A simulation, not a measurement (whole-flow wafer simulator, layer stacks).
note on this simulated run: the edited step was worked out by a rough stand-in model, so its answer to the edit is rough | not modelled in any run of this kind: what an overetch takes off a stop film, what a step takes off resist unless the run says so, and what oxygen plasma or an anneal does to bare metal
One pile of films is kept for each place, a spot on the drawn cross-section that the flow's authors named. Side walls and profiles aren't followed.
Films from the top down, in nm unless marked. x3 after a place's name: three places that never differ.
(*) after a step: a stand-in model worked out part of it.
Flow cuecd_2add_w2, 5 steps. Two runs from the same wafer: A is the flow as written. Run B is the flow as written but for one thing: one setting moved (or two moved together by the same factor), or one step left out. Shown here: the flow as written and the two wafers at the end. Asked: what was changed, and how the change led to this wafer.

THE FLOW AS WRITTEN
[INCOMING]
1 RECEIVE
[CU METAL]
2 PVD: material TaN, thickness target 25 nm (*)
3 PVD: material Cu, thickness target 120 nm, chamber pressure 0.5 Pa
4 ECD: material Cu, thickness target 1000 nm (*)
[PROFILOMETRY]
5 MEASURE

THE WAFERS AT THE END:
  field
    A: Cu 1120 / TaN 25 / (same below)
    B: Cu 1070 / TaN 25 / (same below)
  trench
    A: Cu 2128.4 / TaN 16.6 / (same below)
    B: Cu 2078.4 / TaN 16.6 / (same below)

The cause: step 4, ECD: thickness target 950 nm was run, where the flow has thickness target 1000 nm.

How the change led to this, step by step:
  4 ECD: material Cu, thickness target 1000 nm (*)
      field: A Cu +1000 | B Cu +950
      trench: A Cu +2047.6 | B Cu +1997.6
